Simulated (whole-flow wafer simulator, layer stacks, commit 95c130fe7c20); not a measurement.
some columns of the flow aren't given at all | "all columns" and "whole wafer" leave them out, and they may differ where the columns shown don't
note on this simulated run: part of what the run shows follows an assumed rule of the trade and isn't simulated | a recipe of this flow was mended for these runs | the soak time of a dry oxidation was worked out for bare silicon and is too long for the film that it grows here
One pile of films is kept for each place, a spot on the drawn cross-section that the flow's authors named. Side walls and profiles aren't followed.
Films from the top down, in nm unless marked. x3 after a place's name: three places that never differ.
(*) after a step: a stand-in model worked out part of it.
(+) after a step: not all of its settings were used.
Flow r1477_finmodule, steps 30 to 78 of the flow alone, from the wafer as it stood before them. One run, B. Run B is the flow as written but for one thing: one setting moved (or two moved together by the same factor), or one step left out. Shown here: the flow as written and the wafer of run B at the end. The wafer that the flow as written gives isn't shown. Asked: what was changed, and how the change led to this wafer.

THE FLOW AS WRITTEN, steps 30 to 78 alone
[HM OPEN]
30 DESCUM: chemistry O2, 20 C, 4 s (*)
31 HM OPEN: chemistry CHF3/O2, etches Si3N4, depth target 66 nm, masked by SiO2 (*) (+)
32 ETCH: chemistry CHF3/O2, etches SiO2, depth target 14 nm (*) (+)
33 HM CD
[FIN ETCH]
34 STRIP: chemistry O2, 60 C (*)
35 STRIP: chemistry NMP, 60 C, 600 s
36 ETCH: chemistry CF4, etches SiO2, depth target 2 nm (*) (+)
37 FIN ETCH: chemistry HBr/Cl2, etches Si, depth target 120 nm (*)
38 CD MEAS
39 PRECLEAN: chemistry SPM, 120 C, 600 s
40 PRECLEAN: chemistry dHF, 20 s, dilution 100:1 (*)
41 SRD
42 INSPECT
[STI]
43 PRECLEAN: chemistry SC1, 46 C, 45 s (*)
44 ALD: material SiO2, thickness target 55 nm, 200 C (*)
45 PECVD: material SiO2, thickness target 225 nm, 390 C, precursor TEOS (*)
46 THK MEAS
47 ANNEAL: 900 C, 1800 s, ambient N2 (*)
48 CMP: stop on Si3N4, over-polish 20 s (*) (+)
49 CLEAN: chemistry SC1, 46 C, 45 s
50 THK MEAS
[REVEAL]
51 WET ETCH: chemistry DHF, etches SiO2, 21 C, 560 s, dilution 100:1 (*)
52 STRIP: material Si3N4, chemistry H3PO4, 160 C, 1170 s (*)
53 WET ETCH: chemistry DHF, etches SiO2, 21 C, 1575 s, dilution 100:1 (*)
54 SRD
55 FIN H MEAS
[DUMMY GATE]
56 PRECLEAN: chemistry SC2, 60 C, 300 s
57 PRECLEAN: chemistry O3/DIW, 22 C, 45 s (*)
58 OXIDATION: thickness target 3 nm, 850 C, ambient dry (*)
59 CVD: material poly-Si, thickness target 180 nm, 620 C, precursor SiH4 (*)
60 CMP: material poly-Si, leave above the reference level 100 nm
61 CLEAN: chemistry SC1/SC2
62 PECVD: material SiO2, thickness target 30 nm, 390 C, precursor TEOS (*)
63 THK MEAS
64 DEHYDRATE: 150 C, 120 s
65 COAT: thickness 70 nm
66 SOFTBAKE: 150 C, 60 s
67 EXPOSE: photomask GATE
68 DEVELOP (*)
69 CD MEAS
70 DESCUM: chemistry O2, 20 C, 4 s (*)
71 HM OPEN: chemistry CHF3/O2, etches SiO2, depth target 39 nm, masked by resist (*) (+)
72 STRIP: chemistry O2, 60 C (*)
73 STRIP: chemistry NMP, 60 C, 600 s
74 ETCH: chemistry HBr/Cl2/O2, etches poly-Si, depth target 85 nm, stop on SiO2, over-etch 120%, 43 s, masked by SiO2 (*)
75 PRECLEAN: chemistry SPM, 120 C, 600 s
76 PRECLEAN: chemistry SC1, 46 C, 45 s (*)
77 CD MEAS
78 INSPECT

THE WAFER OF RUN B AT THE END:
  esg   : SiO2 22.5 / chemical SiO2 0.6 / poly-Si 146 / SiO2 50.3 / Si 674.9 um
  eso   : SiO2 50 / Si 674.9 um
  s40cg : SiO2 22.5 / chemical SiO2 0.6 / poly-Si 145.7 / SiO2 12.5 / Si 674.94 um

The cause: step 32, ETCH: chemistry CHF3/O2, etches SiO2, depth target 14 nm (*) (+), was left out.

How the change led to this, step by step:
  34 STRIP: chemistry O2, 60 C (*)
      pad, padg, esg and 19 more: nothing (as written it would be: chemical SiO2 +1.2 (new film), Si -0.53)
      elg, e40lg, e100lg, e200lg, elo, e40lo, e100lo, e200lo: e-beam-resist -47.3 (all of it) (as written it would be: e-beam-resist -33.9 (all of it))
  36 ETCH: chemistry CF4, etches SiO2, depth target 2 nm (*) (+)
      pad, padg, esg and 19 more: SiO2 -2 (as written it would be: chemical SiO2 -1.2 (all of it), Si -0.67)
  37 FIN ETCH: chemistry HBr/Cl2, etches Si, depth target 120 nm (*)
      pad, padg, esg and 13 more: SiO2 -2.05 (all of it), Si -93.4 (as written it would be: Si -120)
      s40cg, s45cg, s50cg, s40co, s45co, s50co: SiO2 -5 (all of it), Si -55 (as written it would be: Si -120)
  44 ALD: material SiO2, thickness target 55 nm, 200 C (*)
      esg, e40sg, e100sg, e200sg, eso, e40so, e100so, e200so: SiO2 +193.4 (new film) (as written it would be: SiO2 +223.2 (new film))
      s40cg, s45cg, s50cg, s40co, s45co, s50co: SiO2 +209.6 (new film) (as written it would be: SiO2 +263.2 (new film))
      (and at 6 more places)
  48 CMP: stop on Si3N4, over-polish 20 s (*) (+)
      s40cg, s40sg, s45cg and 9 more: SiO2 -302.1 (as written it would be: SiO2 -288.1)
      s40sg_line, s45sg_line, s50sg_line, s40so_line, s45so_line, s50so_line: SiO2 -301 (all of it), Si3N4 -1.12 (as written it would be: SiO2 -287 (all of it), Si3N4 -1.12)
      (and at 2 more places)
  58 OXIDATION: thickness target 3 nm, 850 C, ambient dry (*)
      s40cg, s45cg, s50cg, s40co, s45co, s50co: SiO2 +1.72, chemical SiO2 -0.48 (all of it), Si -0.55 (as written it would be: SiO2 +1.01, chemical SiO2 -0.48 (all of it), Si -0.23)
  60 CMP: material poly-Si, leave above the reference level 100 nm
      pad, padg: poly-Si -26 (as written it would be: poly-Si -24.8)
